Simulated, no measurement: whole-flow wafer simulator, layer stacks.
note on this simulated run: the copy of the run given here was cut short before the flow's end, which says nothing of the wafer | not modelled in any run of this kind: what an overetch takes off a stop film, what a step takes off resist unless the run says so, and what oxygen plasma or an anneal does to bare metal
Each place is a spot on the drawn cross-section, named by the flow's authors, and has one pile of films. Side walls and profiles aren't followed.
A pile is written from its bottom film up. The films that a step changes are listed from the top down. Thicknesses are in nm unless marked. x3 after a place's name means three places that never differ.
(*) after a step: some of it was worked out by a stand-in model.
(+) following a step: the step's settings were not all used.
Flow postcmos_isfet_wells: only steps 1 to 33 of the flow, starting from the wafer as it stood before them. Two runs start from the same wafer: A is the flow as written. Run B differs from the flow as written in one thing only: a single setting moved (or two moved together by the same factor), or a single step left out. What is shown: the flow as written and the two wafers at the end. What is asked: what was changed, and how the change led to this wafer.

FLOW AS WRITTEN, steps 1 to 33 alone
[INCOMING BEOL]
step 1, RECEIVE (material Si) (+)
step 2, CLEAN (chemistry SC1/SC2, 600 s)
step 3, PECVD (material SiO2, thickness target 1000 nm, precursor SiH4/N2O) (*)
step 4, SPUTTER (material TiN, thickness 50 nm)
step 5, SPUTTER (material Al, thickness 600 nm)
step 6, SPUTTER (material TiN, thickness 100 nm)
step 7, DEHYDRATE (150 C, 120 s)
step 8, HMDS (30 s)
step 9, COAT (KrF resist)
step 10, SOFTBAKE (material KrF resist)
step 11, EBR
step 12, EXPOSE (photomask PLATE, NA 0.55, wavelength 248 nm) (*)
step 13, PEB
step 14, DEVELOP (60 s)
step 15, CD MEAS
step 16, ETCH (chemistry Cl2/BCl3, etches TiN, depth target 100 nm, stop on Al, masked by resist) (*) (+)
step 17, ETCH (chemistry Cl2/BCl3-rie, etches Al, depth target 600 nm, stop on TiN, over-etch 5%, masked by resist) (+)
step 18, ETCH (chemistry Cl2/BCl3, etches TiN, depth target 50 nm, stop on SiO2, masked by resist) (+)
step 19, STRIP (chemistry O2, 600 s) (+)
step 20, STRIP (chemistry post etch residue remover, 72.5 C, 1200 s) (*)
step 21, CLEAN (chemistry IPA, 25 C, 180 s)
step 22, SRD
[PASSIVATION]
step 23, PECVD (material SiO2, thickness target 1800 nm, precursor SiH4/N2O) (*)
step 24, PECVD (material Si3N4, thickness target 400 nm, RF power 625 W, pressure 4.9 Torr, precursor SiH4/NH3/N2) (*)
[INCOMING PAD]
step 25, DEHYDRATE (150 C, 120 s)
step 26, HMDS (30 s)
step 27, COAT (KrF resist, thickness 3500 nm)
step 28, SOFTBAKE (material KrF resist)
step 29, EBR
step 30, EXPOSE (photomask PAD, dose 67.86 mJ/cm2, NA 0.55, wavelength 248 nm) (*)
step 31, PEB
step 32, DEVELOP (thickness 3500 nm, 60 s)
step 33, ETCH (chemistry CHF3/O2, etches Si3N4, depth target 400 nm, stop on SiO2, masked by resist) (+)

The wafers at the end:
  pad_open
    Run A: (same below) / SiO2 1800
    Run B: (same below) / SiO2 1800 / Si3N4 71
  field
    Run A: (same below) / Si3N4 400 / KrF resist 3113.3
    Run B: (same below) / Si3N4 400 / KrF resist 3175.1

The reason: step 33, ETCH: depth target 329 nm was run, whereas the flow has depth target 400 nm.

The path from the change to this, step by step:
  step 33, ETCH (chemistry CHF3/O2, etches Si3N4, depth target 400 nm, stop on SiO2, masked by resist) (+)
      pad_open: A -400 Si3N4 (all of it) | B -329 Si3N4
      field, margin x7: A -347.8 KrF resist | B -286.1 KrF resist
